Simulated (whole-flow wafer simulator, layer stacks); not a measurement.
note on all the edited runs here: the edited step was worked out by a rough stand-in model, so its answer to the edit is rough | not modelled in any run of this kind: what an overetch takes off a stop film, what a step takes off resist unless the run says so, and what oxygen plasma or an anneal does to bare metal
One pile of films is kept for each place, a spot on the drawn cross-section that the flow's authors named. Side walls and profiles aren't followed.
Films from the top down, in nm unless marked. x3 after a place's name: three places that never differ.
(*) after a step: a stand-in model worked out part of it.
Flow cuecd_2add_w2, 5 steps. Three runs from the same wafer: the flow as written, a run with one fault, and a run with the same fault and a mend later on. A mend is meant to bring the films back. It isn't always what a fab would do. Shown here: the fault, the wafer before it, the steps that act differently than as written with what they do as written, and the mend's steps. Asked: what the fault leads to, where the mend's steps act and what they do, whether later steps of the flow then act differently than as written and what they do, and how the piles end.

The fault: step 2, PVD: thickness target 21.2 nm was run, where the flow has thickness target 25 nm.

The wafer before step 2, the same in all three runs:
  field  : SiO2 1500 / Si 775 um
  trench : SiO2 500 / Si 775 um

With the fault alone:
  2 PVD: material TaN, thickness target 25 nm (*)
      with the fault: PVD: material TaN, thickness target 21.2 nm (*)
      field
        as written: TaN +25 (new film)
        with the fault: TaN +21.2 (new film)
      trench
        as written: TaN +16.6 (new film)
        with the fault: TaN +14.1 (new film)
  No later step of the flow acts differently than as written, at any place that is followed, by more than 2% or 0.5 nm, whichever is larger.
  At the end the piles differ from the flow's by more than 2% or 0.5 nm, whichever is larger, at field, trench.
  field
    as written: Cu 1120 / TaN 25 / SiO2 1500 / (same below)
    with the fault: Cu 1120 / TaN 21.2 / SiO2 1500 / (same below)
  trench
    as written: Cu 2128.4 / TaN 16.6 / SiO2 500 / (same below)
    with the fault: Cu 2127.1 / TaN 14.1 / SiO2 500 / (same below)

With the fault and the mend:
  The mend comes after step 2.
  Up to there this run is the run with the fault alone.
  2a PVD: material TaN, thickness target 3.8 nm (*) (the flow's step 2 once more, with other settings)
      field
        TaN +3.8
      trench
        TaN +2.51
  No later step of the flow acts differently than as written at any place that is followed.
  At the end the piles are the same as the flow's at every place that both follow.
